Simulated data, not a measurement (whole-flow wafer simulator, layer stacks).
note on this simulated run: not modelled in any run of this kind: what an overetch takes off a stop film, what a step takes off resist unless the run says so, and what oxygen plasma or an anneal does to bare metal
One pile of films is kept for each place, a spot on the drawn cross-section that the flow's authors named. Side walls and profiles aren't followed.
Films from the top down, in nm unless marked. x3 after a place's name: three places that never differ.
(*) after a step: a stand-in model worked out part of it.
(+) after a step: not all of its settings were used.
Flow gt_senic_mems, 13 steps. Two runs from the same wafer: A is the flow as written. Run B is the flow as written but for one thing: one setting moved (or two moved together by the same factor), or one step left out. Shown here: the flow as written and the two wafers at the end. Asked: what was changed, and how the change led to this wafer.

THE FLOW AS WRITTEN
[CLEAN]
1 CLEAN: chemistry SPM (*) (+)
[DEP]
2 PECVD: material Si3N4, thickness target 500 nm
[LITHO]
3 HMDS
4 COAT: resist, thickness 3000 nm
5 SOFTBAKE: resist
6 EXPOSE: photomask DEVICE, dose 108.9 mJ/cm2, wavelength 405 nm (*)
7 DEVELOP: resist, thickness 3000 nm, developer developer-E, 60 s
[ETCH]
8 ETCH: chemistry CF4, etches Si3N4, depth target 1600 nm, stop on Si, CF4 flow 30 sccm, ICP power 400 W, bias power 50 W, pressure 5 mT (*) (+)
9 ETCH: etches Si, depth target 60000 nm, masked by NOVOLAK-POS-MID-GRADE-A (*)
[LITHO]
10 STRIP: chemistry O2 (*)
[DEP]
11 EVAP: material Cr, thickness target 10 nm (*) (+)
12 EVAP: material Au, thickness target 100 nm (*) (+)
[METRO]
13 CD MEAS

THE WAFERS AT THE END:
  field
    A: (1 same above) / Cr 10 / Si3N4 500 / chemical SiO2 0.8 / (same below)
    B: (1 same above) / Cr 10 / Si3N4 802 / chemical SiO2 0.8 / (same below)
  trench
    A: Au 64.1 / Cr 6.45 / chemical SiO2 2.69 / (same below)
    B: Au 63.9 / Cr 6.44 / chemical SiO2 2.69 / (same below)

The cause: step 2, PECVD: thickness target 802 nm was run, where the flow has thickness target 500 nm.
It can be read off the wafer: field has Si3N4 802, and step 2 as written asks for 500 nm.

How the change led to this, step by step:
  2 PECVD: material Si3N4, thickness target 500 nm
      field, trench: A Si3N4 +500 (new film) | B Si3N4 +802 (new film)
  8 ETCH: chemistry CF4, etches Si3N4, depth target 1600 nm, stop on Si, CF4 flow 30 sccm, ICP power 400 W, bias power 50 W, pressure 5 mT (*) (+)
      field: A resist -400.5 | B resist -601.9
      trench: A Si3N4 -500 (all of it), chemical SiO2 -0.8 (all of it) | B Si3N4 -802 (all of it), chemical SiO2 -0.8 (all of it)
  10 STRIP: chemistry O2 (*)
      field: A resist -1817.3 (all of it) | B resist -1616 (all of it)
